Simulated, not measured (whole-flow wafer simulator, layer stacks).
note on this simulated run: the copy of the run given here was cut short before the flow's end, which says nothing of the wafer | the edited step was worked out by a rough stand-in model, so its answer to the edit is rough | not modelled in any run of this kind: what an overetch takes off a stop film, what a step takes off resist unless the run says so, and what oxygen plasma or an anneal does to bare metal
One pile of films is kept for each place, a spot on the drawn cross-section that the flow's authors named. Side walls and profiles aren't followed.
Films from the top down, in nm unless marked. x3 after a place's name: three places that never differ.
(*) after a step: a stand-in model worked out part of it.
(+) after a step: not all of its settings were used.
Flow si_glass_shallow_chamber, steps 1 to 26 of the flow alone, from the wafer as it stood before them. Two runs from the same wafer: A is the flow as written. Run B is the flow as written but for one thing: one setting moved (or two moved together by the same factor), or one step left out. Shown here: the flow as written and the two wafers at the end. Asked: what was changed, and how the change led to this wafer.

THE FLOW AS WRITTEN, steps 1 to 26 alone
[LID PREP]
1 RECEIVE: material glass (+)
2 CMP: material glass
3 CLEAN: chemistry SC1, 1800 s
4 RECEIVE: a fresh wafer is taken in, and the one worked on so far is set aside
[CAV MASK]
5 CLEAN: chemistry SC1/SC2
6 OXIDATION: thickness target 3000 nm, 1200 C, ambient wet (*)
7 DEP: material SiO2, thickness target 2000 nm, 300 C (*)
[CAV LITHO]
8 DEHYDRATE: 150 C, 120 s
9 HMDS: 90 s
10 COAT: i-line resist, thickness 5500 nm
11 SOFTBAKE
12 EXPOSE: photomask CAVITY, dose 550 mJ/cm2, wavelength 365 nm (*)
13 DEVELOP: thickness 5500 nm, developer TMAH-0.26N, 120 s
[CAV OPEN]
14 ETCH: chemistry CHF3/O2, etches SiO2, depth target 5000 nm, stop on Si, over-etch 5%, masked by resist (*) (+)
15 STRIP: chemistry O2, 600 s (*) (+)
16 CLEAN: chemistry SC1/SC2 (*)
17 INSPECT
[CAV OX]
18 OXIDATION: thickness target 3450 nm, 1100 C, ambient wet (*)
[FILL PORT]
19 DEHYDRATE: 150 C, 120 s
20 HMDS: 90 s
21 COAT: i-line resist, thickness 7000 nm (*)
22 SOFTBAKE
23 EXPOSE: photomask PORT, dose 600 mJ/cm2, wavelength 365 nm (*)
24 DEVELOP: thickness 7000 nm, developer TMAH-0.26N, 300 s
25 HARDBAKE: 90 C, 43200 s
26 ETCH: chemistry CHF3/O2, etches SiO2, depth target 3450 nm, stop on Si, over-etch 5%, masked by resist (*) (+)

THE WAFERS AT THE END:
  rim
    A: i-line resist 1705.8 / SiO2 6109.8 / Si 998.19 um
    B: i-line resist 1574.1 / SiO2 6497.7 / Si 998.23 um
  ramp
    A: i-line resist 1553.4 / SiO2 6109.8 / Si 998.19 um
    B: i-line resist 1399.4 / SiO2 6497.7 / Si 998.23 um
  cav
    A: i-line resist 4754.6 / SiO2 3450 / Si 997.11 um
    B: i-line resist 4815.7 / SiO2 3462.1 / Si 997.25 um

The cause: step 7, DEP: thickness target 2466 nm was run, where the flow has thickness target 2000 nm.

How the change led to this, step by step:
  7 DEP: material SiO2, thickness target 2000 nm, 300 C (*)
      rim, ramp, cav, port, septum, ring: A SiO2 +2000 | B SiO2 +2466
  14 ETCH: chemistry CHF3/O2, etches SiO2, depth target 5000 nm, stop on Si, over-etch 5%, masked by resist (*) (+)
      cav, port: A SiO2 -5000 (all of it), Si -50 | B SiO2 -5250
  15 STRIP: chemistry O2, 600 s (*) (+)
      cav, port: A chemical SiO2 +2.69 (new film), Si -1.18 | B nothing
  18 OXIDATION: thickness target 3450 nm, 1100 C, ambient wet (*)
      cav, port: A SiO2 +3450 (new film), chemical SiO2 -2.69 (all of it), Si -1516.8 | B SiO2 +3246.1, Si -1428.3
      rim, ramp, septum, ring: A SiO2 +1109.8, Si -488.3 | B SiO2 +1031.7, Si -454
  21 COAT: i-line resist, thickness 7000 nm (*)
      ramp: A i-line resist +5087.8 (new film) | B i-line resist +4960 (new film)
  22 SOFTBAKE
      rim: A i-line resist -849 | B i-line resist -892.7
      ramp: A i-line resist -434.5 | B i-line resist -466
      (and at 3 more places)
  25 HARDBAKE: 90 C, 43200 s
      rim: A i-line resist -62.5 | B i-line resist -57.8
      ramp: A i-line resist -57.1 | B i-line resist -51.8
  26 ETCH: chemistry CHF3/O2, etches SiO2, depth target 3450 nm, stop on Si, over-etch 5%, masked by resist (*) (+)
      port: A SiO2 -3450 (all of it), Si -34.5 | B SiO2 -3462.1 (all of it), Si -32.1
